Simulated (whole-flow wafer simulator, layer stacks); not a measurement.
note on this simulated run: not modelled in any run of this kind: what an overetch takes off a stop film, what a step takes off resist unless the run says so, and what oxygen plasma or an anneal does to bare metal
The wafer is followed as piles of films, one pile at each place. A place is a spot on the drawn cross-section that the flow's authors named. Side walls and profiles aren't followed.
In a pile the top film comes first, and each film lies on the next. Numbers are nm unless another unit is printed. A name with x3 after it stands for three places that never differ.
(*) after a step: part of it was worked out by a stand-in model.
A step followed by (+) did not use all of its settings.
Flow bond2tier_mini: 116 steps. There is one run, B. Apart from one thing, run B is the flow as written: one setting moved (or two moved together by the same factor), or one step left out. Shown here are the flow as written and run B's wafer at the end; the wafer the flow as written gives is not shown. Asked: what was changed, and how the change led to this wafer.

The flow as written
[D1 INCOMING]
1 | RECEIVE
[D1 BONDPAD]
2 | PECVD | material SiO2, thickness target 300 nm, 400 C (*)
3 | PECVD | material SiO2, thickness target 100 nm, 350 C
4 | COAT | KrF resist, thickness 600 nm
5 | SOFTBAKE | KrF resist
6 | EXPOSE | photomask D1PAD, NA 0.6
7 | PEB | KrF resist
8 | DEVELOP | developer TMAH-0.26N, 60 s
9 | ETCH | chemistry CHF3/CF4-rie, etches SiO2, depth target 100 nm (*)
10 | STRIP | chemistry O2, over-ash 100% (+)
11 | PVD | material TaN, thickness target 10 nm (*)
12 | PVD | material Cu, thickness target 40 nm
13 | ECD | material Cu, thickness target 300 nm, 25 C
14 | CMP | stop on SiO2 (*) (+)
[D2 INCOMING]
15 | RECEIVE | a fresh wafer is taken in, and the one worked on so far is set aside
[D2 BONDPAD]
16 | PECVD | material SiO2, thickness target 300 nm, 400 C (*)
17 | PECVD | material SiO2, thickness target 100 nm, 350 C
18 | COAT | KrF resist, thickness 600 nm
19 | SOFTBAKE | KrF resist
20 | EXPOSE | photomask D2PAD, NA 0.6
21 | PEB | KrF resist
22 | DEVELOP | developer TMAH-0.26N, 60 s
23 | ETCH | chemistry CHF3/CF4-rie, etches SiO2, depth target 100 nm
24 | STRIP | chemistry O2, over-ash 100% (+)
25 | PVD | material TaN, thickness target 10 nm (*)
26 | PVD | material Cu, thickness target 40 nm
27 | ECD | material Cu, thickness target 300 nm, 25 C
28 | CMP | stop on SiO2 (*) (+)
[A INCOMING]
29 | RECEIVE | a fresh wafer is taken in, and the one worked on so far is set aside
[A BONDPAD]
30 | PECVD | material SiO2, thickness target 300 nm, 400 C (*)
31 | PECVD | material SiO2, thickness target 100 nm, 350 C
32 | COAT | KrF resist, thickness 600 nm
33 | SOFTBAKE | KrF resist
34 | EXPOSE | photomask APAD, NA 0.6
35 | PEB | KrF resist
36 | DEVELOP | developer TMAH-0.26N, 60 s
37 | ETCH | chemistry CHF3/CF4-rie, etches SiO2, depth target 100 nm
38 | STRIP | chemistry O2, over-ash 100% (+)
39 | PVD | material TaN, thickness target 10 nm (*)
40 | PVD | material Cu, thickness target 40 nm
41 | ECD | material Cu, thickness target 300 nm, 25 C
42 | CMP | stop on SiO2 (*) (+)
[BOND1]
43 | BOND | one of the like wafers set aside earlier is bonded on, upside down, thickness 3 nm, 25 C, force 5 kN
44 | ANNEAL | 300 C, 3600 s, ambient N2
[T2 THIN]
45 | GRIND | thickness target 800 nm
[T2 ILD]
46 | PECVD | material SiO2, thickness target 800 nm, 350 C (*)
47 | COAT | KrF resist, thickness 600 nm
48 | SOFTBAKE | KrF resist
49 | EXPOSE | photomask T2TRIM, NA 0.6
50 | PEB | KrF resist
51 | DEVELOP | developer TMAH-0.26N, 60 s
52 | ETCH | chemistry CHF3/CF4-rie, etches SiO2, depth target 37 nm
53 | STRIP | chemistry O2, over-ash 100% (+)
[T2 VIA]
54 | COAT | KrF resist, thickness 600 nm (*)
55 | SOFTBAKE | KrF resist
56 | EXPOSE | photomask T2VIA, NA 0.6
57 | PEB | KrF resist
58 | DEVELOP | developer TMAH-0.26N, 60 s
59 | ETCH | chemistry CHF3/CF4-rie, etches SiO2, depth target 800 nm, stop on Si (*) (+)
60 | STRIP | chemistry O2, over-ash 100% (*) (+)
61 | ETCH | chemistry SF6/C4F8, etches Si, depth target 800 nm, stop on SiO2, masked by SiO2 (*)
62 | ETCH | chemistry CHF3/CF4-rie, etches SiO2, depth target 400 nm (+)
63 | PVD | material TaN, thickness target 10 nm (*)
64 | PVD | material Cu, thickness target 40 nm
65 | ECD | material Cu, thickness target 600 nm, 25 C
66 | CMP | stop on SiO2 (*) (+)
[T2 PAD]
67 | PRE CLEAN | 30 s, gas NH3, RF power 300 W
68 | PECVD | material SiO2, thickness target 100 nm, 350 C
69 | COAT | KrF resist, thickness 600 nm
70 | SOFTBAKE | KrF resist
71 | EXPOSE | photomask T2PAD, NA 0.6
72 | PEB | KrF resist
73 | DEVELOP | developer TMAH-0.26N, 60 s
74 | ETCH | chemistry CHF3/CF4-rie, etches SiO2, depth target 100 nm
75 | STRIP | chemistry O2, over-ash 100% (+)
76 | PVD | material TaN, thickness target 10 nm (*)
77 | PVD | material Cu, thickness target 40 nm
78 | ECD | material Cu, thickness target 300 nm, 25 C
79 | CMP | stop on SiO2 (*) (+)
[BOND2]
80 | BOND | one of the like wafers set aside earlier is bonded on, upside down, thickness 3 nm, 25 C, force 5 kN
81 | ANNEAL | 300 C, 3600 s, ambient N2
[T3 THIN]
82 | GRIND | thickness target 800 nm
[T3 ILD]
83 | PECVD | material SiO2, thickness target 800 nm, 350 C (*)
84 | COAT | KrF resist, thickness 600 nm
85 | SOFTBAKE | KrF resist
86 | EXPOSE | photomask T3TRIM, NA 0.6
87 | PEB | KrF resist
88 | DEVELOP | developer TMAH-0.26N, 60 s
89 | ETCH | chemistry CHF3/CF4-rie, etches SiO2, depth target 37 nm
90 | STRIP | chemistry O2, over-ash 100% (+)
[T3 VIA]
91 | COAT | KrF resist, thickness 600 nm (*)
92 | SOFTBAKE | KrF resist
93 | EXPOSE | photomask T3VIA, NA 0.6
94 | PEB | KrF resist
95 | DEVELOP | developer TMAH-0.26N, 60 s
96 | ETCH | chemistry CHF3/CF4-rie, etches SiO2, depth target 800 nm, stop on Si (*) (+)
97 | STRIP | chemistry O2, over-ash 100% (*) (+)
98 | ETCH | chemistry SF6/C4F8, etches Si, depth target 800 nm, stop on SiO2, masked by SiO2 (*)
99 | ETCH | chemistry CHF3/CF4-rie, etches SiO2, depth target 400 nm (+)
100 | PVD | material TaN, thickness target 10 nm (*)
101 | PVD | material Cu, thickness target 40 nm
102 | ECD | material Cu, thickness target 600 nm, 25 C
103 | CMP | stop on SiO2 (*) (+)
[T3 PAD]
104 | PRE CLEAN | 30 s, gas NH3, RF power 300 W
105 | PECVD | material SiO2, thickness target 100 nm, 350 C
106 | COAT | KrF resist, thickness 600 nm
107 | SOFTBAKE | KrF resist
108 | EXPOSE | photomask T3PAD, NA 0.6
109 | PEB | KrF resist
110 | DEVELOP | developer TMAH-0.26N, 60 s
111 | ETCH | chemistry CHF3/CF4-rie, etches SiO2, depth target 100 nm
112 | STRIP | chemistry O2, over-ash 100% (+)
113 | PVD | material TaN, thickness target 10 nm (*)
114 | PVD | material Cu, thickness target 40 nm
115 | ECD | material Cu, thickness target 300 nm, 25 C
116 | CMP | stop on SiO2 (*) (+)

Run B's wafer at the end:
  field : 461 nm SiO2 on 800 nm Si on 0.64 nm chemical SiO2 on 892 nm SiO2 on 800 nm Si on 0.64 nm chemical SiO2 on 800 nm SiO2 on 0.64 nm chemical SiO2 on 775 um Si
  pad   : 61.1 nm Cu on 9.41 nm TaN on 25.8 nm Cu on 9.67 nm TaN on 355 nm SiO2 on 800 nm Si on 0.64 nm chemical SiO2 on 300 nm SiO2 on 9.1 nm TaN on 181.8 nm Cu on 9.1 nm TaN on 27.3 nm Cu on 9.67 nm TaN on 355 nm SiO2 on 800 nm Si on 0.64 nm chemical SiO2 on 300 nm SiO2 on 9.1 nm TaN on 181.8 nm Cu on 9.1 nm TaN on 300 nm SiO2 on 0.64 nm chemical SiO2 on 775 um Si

Cause: step 105, PECVD: thickness target 69 nm was run, though the flow has thickness target 100 nm.

The path from the change to this, step by step:
  105 | PECVD | material SiO2, thickness target 100 nm, 350 C
      field: +69 SiO2 (in the flow as written it would be: +100 SiO2)
      pad: +69 SiO2 (new film) (in the flow as written it would be: +100 SiO2 (new film))
  111 | ETCH | chemistry CHF3/CF4-rie, etches SiO2, depth target 100 nm
      pad: -69 SiO2 (all of it), -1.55 Cu (in the flow as written it would be: -100 SiO2 (all of it))
  114 | PVD | material Cu, thickness target 40 nm
      pad: +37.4 Cu (new film) (in the flow as written it would be: +36.4 Cu (new film))
  115 | ECD | material Cu, thickness target 300 nm, 25 C
      pad: +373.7 Cu (in the flow as written it would be: +404.5 Cu)
